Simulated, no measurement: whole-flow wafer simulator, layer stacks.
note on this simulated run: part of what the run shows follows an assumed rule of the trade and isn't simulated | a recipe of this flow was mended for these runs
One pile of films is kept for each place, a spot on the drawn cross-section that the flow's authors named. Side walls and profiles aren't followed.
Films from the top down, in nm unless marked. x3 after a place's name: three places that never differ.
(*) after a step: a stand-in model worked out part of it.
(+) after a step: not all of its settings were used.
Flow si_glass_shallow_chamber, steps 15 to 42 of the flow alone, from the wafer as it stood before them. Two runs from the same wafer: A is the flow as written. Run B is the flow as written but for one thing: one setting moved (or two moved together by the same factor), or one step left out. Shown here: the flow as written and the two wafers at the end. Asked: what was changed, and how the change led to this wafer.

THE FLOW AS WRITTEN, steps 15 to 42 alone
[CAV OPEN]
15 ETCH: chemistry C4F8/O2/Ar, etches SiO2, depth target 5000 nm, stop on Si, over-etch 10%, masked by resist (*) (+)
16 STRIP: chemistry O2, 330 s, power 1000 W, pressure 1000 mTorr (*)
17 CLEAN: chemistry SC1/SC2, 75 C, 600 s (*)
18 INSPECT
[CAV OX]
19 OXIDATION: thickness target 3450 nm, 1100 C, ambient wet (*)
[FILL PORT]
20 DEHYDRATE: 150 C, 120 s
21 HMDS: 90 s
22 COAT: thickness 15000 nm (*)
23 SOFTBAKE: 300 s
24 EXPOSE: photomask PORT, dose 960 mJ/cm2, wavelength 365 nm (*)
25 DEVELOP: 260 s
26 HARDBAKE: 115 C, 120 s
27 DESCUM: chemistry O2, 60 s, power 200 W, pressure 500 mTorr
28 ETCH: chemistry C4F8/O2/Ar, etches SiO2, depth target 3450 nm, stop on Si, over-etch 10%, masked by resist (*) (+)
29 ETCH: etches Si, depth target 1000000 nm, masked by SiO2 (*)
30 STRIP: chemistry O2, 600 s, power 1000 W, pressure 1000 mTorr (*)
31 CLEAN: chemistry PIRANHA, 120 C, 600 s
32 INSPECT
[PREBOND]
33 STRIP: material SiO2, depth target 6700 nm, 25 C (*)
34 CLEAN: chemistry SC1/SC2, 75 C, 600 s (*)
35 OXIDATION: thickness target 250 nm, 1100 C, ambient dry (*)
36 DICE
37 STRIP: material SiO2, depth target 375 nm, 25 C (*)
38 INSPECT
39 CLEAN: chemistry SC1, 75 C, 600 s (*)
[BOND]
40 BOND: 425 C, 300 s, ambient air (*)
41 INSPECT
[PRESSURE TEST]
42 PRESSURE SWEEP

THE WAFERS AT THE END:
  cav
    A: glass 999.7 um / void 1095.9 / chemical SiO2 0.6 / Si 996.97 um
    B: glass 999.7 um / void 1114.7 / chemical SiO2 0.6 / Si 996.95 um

The cause: step 15, ETCH: over-etch 13% was run, where the flow has over-etch 10%.

How the change led to this, step by step:
  15 ETCH: chemistry C4F8/O2/Ar, etches SiO2, depth target 5000 nm, stop on Si, over-etch 10%, masked by resist (*) (+)
      rim, ramp, septum, ring: A thick-i-line-resist -1100 | B thick-i-line-resist -1130
      cav, port: A SiO2 -5000 (all of it), Si -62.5 | B SiO2 -5000 (all of it), Si -81.2
  22 COAT: thickness 15000 nm (*)
      rim: A thick-i-line-resist +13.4 um (new film) | B thick-i-line-resist +13.39 um (new film)
      ramp: A thick-i-line-resist +12.89 um (new film) | B thick-i-line-resist +12.88 um (new film)
      (and at 1 more place)
  29 ETCH: etches Si, depth target 1000000 nm, masked by SiO2 (*)
      rim, ramp: A thick-i-line-resist -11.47 um (all of it), SiO2 -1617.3 | B thick-i-line-resist -11.46 um (all of it), SiO2 -1624.1
      port: A hole +997.05 um (new film), Si -997.05 um (all of it) | B hole +997.03 um (new film), Si -997.03 um (all of it)
